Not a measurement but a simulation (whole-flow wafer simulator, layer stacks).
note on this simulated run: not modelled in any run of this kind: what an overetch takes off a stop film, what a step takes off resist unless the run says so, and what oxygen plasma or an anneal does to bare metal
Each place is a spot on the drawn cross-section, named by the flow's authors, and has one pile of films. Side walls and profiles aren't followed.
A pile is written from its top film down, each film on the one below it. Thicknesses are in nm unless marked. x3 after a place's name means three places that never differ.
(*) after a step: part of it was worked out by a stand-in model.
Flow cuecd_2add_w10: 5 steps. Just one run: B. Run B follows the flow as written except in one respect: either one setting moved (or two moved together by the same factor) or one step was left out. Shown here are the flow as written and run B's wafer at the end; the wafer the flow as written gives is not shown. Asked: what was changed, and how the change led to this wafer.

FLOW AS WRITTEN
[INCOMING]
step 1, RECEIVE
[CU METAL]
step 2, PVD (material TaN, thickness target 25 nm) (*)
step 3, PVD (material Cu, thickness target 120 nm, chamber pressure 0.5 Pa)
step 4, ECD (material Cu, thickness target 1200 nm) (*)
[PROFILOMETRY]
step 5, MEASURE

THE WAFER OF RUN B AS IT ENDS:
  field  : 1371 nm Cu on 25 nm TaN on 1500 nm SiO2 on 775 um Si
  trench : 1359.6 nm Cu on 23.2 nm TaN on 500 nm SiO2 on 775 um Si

What caused this: step 3, PVD: thickness target 171 nm was run, though the flow has thickness target 120 nm.

How this came from the change, step by step:
  step 3, PVD (material Cu, thickness target 120 nm, chamber pressure 0.5 Pa)
      field: Cu gains 171 (new film) (it would be, as written: Cu gains 120 (new film))
      trench: Cu gains 159.6 (new film) (it would be, as written: Cu gains 111.8 (new film))
